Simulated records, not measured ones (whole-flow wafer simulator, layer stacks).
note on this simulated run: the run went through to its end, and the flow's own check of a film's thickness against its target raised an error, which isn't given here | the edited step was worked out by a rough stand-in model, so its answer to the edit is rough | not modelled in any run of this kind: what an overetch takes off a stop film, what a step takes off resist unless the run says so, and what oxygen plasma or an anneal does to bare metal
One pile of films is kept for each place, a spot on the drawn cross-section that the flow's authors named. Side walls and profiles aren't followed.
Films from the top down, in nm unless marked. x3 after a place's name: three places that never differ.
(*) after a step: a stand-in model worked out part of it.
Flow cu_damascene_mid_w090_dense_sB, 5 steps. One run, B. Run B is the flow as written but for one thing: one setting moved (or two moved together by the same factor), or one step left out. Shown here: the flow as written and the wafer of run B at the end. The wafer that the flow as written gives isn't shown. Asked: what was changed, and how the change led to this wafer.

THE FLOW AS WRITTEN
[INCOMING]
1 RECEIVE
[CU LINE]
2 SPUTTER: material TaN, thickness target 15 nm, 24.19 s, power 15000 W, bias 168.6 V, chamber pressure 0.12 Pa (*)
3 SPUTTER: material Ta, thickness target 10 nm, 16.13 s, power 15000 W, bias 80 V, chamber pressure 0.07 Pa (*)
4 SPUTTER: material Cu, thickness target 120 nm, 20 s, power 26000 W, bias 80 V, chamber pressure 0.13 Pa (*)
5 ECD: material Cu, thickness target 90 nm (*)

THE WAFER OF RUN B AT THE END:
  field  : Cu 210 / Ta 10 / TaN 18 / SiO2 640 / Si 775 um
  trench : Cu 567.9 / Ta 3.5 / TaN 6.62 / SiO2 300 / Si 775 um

The cause: step 2, SPUTTER: thickness target 18 nm was run, where the flow has thickness target 15 nm; step 2, SPUTTER: 29.03 s was run, where the flow has 24.19 s.
It can be read off the wafer: field has TaN 18, and step 2 as written asks for 15 nm.

How the change led to this, step by step:
  2 SPUTTER: material TaN, thickness target 15 nm, 24.19 s, power 15000 W, bias 168.6 V, chamber pressure 0.12 Pa (*)
      field: TaN +18 (new film) (as written it would be: TaN +15 (new film))
      trench: TaN +6.62 (new film) (as written it would be: TaN +5.51 (new film))
